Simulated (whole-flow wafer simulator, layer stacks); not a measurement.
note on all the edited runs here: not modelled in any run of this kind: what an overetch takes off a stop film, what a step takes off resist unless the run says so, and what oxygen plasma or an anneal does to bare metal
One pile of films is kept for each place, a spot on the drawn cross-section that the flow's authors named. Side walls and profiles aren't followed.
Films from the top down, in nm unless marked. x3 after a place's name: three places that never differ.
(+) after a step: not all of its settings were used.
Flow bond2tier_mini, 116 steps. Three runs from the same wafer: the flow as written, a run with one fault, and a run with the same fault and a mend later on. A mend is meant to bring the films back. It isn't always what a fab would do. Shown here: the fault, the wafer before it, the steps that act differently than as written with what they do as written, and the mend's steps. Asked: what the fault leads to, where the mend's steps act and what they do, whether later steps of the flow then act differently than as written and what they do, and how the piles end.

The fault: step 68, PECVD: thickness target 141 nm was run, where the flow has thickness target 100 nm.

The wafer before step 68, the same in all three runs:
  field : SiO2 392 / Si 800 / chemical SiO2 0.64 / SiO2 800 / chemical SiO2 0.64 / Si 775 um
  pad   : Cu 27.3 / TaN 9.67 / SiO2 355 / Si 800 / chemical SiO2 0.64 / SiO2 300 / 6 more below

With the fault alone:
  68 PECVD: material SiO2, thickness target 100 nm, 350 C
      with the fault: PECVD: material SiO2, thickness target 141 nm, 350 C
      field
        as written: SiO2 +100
        with the fault: SiO2 +141
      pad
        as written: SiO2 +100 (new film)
        with the fault: SiO2 +141 (new film)
  Later steps of the flow that act differently than as written:
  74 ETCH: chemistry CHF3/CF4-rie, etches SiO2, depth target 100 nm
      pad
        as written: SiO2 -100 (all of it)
        with the fault: SiO2 -100
  At the end the piles differ from the flow's by more than 2% or 0.5 nm, whichever is larger, at field, pad.
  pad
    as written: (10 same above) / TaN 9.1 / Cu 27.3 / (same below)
    with the fault: (10 same above) / TaN 9.1 / SiO2 41 / Cu 27.3 / (same below)
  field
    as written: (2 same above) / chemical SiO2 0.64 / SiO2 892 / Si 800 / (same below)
    with the fault: (2 same above) / chemical SiO2 0.64 / SiO2 933 / Si 800 / (same below)

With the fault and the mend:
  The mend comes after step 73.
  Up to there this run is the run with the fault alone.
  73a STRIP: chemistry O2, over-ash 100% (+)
      field
        KrF resist -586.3 (all of it)
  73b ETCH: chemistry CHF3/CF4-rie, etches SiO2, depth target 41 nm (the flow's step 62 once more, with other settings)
      field, pad
        SiO2 -41
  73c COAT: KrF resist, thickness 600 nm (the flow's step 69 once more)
      field, pad
        KrF resist +600 (new film)
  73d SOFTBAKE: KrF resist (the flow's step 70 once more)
      changes no film at any place that is followed
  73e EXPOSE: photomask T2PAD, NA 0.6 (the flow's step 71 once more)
      changes no film at any place that is followed
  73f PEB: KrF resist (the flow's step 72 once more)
      changes no film at any place that is followed
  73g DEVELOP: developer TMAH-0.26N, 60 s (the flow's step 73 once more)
      field
        KrF resist -13.7
      pad
        KrF resist -600 (all of it)
  No later step of the flow acts differently than as written at any place that is followed.
  At the end the piles are the same as the flow's at every place that both follow.
